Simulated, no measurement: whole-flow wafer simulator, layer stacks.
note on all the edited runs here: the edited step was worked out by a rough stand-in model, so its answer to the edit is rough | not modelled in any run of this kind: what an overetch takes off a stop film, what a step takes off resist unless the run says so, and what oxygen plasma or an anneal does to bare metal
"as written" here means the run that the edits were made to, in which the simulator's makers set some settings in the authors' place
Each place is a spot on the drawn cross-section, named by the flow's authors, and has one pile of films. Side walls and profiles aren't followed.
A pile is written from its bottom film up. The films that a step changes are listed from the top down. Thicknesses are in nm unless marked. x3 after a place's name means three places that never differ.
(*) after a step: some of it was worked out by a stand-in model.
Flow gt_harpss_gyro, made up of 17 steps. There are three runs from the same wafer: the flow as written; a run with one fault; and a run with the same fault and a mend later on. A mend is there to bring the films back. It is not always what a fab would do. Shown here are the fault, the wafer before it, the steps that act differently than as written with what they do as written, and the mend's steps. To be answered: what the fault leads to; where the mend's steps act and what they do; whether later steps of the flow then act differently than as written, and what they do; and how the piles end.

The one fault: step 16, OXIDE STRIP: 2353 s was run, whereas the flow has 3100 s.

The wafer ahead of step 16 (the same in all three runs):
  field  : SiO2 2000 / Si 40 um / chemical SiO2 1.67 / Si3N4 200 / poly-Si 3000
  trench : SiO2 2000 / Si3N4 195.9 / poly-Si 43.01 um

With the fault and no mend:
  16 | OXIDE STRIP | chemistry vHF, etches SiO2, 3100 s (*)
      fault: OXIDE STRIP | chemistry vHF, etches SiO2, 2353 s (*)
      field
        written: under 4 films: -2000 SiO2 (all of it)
        fault: under 4 films: -1826 SiO2
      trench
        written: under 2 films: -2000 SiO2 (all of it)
        fault: under 2 films: -1826 SiO2
  None of the later steps of the flow acts differently than as written at any place that is followed.
  By the end, the piles at field, trench depart from the flow's by more than 2% or 0.5 nm, whichever is larger.
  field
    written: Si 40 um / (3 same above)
    fault: SiO2 174 / Si 40 um / (3 same above)
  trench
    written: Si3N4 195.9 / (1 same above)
    fault: SiO2 174 / Si3N4 195.9 / (1 same above)

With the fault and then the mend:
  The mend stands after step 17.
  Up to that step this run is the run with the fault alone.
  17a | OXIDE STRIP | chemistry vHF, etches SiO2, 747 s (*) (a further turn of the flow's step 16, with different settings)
      field
        under 4 films: -174 SiO2 (all of it)
      trench
        under 2 films: -174 SiO2 (all of it)
  None of the later steps of the flow acts differently than as written at any place that is followed.
  At every place that both follow, the piles at the end match the flow's.
